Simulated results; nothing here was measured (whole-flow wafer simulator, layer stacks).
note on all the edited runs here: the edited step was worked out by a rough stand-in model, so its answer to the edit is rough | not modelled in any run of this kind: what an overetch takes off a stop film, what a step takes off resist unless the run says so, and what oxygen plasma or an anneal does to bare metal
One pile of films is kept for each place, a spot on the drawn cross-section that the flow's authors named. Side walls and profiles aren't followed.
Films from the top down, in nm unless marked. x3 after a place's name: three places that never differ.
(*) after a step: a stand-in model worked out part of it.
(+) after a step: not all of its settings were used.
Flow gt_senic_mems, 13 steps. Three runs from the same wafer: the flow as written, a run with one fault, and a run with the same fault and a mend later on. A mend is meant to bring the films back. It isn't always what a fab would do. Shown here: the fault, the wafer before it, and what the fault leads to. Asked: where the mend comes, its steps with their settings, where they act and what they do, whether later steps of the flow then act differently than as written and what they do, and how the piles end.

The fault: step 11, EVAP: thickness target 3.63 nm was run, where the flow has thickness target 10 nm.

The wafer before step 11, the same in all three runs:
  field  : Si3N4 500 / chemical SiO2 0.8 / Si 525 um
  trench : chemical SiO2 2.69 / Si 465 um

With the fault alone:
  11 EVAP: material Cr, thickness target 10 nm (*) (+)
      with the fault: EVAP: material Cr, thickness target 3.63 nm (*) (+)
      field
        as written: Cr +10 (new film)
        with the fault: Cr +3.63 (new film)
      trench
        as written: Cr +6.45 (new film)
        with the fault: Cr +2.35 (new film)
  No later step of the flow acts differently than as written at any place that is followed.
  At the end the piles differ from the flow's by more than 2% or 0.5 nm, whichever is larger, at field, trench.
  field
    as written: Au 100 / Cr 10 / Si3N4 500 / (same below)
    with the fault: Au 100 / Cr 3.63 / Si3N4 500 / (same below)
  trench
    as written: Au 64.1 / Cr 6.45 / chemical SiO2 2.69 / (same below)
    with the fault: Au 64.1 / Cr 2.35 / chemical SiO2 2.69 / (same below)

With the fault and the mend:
  The mend comes after step 11.
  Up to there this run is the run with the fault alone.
  11a EVAP: material Cr, thickness target 6.37 nm (*) (+) (the flow's step 11 once more, with other settings)
      field
        Cr +6.37
      trench
        Cr +4.11
  No later step of the flow acts differently than as written at any place that is followed.
  At the end the piles differ from the flow's only slightly at the places that both follow, by at most 2% or 0.5 nm, whichever is larger.
